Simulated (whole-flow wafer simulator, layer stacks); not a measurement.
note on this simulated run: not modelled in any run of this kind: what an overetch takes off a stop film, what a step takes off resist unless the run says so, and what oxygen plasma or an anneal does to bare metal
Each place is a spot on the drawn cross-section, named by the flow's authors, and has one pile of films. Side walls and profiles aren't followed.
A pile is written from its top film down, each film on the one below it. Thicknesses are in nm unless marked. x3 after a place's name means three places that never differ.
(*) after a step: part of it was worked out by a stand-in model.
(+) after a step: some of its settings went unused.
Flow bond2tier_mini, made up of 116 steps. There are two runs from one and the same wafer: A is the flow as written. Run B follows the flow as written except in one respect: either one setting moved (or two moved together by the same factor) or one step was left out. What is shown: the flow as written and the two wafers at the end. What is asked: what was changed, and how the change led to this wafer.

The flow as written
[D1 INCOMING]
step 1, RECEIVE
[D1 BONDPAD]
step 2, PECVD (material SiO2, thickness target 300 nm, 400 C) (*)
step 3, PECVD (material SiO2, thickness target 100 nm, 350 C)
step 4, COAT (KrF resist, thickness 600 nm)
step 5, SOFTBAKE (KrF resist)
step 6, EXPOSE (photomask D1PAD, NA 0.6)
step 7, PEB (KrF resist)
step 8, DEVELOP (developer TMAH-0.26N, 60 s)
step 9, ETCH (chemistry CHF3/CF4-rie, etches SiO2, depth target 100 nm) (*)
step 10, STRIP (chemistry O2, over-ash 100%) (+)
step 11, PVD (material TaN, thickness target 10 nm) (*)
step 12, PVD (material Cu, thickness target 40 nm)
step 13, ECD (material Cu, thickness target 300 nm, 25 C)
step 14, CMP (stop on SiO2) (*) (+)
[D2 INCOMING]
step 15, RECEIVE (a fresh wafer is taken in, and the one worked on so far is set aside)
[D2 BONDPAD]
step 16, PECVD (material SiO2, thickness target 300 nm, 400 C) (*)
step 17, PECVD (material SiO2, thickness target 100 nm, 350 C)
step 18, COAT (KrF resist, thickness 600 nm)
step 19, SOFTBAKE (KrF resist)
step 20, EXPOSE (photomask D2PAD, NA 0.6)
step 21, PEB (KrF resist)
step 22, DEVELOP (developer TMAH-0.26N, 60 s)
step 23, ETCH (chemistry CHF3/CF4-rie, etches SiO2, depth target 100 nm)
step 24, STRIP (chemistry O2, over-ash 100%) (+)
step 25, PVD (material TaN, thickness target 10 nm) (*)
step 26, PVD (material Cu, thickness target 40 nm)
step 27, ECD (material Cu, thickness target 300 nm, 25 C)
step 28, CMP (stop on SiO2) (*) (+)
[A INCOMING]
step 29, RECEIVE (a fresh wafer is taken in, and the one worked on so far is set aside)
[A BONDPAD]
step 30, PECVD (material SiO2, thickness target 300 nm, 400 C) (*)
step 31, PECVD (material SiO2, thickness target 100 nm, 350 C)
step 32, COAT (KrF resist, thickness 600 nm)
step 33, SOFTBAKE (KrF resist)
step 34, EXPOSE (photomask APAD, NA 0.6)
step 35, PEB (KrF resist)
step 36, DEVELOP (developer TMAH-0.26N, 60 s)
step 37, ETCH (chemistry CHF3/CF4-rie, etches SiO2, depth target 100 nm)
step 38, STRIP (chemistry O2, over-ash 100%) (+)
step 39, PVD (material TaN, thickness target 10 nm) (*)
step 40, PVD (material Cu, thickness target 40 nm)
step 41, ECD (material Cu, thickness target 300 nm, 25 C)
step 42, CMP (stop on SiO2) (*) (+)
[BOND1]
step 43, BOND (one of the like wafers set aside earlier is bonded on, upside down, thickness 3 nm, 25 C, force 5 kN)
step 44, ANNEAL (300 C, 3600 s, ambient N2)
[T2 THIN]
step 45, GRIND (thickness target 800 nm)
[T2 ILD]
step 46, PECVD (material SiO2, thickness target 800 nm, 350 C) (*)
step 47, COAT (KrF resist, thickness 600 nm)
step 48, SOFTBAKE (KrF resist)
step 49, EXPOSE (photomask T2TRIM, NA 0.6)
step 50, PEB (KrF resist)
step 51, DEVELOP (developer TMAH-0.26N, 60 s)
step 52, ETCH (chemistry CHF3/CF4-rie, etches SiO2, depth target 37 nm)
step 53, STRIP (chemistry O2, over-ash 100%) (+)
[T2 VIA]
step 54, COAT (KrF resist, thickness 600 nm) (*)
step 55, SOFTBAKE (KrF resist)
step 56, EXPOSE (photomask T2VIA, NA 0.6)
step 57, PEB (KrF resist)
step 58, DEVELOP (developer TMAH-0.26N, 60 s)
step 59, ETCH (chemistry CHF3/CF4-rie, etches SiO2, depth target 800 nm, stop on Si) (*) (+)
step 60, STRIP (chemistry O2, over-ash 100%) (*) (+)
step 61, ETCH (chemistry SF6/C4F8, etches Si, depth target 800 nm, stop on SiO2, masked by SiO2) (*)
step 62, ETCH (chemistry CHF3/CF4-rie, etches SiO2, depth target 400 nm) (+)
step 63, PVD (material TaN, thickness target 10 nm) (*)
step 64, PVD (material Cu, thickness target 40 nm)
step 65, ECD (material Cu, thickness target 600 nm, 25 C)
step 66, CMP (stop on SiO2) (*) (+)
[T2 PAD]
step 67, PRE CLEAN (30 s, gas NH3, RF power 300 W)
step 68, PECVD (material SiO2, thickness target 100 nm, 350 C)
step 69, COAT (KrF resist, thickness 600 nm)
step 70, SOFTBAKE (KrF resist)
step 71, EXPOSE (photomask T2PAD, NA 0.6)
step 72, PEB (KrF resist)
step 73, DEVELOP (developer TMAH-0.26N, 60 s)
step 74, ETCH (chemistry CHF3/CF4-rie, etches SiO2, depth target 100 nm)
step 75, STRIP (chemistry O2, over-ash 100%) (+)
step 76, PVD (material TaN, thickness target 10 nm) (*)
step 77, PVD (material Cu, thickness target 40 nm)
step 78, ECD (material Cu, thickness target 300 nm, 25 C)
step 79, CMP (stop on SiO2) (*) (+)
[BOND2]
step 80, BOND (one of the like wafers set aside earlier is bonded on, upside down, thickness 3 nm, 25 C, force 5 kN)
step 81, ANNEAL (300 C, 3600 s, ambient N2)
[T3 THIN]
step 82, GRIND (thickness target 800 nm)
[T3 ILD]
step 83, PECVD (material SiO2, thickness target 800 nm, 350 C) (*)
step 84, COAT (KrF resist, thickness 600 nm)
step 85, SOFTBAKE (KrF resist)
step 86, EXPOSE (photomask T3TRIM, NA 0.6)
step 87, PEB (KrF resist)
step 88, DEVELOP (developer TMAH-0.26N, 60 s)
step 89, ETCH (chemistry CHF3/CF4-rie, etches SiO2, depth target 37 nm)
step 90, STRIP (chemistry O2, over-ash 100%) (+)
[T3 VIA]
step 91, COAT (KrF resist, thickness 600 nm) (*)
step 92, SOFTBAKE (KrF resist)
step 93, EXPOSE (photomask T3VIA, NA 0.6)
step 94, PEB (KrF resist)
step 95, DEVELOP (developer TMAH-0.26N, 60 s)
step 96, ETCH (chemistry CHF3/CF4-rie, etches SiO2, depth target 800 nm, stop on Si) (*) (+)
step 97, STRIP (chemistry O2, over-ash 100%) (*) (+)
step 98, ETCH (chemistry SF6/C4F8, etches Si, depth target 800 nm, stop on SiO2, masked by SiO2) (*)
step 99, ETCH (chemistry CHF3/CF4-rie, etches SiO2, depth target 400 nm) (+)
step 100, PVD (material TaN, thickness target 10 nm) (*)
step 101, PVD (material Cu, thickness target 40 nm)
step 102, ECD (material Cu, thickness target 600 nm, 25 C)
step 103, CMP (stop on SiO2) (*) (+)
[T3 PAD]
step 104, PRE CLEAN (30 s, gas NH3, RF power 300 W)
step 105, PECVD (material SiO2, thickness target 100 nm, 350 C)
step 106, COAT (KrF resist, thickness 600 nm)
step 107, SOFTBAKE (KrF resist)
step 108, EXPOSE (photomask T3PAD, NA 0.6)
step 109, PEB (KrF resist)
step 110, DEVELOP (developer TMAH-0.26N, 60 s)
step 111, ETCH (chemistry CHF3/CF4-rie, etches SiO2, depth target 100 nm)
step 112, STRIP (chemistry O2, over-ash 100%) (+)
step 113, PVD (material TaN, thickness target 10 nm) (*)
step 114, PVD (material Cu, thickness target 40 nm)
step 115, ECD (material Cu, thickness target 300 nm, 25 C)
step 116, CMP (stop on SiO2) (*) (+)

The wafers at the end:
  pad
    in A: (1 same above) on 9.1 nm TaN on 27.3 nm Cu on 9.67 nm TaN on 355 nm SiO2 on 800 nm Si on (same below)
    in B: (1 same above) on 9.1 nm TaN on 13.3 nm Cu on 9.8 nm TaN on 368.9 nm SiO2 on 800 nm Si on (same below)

What caused this: step 89, ETCH: depth target 23.1 nm was run, whereas the flow has depth target 37 nm.

The path from the change to this, step by step:
  step 89, ETCH (chemistry CHF3/CF4-rie, etches SiO2, depth target 37 nm)
      field: A KrF resist loses 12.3 | B KrF resist loses 7.7
      pad: A SiO2 loses 37 | B SiO2 loses 23.1
  step 102, ECD (material Cu, thickness target 600 nm, 25 C)
      pad: A Cu gains 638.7 | B Cu gains 624.1
